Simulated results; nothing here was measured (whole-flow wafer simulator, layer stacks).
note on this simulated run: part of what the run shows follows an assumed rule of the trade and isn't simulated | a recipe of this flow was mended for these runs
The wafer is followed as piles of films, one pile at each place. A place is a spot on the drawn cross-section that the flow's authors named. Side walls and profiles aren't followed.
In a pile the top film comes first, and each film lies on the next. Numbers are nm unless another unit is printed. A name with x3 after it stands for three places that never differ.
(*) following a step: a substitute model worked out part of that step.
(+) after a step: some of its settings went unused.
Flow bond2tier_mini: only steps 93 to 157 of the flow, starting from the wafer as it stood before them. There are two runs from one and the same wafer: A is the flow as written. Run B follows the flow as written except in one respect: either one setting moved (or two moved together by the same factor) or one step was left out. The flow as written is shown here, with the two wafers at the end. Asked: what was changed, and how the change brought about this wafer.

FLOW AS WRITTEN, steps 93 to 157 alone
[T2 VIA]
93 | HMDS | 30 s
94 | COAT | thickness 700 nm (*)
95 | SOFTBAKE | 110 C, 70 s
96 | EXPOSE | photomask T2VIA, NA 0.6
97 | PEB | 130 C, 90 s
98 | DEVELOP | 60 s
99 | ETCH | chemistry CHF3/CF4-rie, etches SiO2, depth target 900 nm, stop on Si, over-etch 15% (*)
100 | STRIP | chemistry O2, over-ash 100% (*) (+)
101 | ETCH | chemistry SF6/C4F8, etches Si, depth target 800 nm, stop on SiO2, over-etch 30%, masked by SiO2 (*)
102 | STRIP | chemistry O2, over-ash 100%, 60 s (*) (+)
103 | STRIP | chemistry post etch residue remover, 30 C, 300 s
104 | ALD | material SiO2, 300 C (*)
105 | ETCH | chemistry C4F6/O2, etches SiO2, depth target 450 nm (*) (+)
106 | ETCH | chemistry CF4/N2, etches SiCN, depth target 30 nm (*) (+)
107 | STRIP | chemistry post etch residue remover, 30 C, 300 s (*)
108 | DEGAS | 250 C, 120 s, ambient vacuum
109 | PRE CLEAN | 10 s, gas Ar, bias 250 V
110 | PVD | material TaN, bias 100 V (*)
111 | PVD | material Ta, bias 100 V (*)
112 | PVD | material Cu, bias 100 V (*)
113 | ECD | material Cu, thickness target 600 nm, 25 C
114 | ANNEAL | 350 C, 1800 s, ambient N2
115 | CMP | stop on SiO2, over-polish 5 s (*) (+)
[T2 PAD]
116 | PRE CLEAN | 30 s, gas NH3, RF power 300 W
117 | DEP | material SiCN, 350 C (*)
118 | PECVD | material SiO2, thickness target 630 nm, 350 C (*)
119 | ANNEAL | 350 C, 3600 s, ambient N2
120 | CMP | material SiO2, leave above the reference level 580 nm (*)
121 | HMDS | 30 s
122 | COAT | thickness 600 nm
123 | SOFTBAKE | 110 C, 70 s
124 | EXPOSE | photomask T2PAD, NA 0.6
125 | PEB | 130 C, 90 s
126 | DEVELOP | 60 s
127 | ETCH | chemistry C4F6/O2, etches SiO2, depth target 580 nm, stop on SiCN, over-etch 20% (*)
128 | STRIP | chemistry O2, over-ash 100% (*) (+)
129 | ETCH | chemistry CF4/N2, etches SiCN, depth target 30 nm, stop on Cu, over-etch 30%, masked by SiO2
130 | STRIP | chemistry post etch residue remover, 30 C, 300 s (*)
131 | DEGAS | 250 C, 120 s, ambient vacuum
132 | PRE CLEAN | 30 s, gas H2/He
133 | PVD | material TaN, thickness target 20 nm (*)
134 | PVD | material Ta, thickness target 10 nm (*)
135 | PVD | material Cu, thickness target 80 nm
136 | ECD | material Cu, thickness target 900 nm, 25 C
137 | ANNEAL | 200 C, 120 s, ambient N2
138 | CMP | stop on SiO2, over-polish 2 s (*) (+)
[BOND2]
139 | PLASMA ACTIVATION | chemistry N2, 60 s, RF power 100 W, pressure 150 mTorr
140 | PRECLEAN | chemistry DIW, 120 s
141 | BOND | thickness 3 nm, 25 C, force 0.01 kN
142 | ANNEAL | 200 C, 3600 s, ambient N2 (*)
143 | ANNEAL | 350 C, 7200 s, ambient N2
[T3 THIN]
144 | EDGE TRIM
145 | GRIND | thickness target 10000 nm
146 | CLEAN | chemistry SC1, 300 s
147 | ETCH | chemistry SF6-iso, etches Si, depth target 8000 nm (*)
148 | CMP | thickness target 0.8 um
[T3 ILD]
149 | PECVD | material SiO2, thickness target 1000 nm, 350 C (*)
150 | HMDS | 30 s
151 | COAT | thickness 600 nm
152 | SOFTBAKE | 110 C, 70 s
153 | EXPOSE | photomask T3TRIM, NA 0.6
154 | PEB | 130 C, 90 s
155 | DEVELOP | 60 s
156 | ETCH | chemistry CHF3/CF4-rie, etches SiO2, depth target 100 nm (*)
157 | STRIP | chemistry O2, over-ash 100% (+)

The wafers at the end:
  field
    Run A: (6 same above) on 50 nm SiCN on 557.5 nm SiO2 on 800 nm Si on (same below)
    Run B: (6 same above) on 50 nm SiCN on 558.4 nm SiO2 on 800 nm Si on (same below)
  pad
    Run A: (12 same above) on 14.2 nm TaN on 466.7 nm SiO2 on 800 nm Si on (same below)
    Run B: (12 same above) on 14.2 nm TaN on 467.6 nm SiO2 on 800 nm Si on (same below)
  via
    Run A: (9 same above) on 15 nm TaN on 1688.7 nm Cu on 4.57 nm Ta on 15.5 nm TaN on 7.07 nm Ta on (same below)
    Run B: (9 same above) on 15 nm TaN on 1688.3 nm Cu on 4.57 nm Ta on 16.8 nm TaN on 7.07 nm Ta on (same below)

What caused this: step 109, PRE CLEAN: bias 160 V was run, whereas the flow has bias 250 V.

The path from the change to this, step by step:
  109 | PRE CLEAN | 10 s, gas Ar, bias 250 V
      field, pad: A SiO2 loses 3 | B SiO2 loses 2.14
      via: A TaN loses 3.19 | B TaN loses 1.92
